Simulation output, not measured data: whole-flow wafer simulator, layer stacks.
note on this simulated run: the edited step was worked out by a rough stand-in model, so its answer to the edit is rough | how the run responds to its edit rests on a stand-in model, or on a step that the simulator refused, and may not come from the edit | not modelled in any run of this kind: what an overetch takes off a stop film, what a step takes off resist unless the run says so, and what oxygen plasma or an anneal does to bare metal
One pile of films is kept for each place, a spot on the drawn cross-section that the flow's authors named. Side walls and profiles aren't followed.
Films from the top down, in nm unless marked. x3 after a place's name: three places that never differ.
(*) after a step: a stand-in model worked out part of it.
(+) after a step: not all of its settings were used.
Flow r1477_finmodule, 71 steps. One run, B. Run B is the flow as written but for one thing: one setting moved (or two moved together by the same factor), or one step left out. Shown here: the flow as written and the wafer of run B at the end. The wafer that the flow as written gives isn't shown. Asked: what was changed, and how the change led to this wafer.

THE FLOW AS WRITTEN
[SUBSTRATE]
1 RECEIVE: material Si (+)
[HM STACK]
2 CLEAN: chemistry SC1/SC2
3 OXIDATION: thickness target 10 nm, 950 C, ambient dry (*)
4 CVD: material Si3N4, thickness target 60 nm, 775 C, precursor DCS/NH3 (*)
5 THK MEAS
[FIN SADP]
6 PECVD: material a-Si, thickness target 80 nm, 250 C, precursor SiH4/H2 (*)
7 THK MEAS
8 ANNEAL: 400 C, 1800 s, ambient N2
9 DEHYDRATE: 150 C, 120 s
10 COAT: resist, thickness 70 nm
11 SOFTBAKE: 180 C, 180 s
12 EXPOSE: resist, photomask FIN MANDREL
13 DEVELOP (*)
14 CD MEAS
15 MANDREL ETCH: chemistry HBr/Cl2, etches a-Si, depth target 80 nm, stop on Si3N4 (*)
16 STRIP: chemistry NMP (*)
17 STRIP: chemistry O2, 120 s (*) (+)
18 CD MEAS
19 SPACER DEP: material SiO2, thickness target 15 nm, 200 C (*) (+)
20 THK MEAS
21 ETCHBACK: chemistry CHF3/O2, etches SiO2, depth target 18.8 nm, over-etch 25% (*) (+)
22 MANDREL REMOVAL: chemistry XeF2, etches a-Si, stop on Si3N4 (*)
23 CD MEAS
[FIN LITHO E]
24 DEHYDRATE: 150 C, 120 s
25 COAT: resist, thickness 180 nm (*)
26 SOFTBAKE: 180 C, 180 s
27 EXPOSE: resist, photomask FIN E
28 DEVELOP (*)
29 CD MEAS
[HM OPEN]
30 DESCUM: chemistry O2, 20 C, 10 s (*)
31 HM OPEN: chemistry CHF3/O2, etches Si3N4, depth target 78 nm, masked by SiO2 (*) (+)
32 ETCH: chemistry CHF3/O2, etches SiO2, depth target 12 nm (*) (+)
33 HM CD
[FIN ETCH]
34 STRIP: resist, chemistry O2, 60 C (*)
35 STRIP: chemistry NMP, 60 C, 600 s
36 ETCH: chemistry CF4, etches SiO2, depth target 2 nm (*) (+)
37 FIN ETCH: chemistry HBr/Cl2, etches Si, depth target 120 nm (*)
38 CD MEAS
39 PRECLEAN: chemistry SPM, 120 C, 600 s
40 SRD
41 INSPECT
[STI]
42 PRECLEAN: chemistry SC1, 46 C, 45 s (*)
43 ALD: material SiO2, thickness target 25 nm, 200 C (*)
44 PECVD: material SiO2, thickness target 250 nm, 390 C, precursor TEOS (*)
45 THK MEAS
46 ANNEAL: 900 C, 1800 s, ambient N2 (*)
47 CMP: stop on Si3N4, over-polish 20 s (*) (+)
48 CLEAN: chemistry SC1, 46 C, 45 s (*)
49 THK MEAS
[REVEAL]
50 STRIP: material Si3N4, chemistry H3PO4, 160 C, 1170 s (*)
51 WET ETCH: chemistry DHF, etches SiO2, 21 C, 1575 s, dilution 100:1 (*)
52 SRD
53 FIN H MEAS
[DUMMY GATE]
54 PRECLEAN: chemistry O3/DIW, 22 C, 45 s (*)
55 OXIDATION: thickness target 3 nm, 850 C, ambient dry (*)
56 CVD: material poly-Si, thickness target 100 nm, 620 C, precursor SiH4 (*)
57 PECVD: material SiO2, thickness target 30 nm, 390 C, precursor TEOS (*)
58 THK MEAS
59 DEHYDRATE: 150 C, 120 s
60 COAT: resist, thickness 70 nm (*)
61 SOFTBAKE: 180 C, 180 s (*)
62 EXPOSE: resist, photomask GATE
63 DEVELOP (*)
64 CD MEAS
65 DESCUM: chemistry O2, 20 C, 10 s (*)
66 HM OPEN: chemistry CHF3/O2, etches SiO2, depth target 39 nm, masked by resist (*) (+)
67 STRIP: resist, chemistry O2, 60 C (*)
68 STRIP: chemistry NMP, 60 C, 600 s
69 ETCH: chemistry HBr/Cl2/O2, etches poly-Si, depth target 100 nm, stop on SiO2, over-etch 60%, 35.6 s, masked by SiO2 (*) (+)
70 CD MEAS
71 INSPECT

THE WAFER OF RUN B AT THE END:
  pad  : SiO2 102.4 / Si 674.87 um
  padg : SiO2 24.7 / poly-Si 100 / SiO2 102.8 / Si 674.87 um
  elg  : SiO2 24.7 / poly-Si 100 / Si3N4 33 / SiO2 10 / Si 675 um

The cause: step 36, ETCH: depth target 0.946 nm was run, where the flow has depth target 2 nm.

How the change led to this, step by step:
  36 ETCH: chemistry CF4, etches SiO2, depth target 2 nm (*) (+)
      pad, padg, esg and 19 more: chemical SiO2 -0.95 (as written it would be: chemical SiO2 -1.45 (all of it), Si -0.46)
      elg, e40lg, e100lg, e200lg, elo, e40lo, e100lo, e200lo: Si3N4 -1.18 (as written it would be: Si3N4 -2.5)
      (and at 6 more places)
  51 WET ETCH: chemistry DHF, etches SiO2, 21 C, 1575 s, dilution 100:1 (*)
      elg, e40lg, e100lg, e200lg, elo, e40lo, e100lo, e200lo: SiO2 -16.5 (all of it), Si3N4 -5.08 (as written it would be: SiO2 -17.8 (all of it), Si3N4 -4.97)
